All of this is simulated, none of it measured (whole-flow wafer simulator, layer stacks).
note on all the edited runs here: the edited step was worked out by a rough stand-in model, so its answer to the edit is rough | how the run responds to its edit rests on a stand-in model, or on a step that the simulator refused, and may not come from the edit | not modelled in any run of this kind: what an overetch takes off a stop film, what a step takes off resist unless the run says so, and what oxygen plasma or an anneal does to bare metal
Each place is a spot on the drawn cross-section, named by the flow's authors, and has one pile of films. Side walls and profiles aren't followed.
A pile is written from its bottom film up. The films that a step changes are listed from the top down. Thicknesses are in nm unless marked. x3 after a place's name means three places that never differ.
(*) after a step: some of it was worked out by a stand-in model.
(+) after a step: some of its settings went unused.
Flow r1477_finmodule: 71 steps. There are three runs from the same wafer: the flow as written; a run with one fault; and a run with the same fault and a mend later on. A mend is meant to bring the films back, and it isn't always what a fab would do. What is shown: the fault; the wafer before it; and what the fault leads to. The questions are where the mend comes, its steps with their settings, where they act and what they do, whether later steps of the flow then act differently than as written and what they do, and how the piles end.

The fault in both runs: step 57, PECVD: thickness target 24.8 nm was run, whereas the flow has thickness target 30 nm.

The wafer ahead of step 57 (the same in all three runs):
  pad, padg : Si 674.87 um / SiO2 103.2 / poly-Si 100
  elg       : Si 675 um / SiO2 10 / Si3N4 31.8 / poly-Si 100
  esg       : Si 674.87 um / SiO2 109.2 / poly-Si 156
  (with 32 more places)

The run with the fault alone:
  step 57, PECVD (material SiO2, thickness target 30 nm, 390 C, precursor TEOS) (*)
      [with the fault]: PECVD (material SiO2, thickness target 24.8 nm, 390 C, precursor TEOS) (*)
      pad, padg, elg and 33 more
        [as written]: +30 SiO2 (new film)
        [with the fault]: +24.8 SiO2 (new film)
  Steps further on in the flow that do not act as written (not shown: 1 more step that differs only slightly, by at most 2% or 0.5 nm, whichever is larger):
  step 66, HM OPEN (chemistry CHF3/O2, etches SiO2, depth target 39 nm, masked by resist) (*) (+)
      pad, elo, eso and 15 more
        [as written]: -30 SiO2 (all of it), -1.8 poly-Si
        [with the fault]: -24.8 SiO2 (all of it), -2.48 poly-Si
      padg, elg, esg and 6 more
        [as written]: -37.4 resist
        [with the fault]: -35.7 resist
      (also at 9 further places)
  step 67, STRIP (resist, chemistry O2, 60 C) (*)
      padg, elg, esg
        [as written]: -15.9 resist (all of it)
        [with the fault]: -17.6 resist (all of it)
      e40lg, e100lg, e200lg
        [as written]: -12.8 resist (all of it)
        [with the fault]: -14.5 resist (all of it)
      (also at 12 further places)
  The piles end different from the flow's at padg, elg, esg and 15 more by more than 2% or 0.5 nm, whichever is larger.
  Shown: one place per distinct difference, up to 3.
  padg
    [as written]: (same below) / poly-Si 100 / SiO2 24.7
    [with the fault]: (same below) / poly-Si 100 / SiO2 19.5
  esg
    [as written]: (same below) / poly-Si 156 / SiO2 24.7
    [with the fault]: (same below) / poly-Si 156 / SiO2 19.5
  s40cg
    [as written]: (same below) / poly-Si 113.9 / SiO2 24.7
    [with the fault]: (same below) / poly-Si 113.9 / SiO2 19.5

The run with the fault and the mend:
  The mend follows step 58.
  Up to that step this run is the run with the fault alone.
  step 58a, PECVD (material SiO2, thickness target 5.2 nm, 390 C, precursor TEOS) (*) (the flow's step 57 again, with other settings)
      pad, padg, elg and 33 more
        +5.2 SiO2
  None of the later steps of the flow acts differently than as written at any place that is followed.
  The piles end the same as the flow's at every place that both follow.
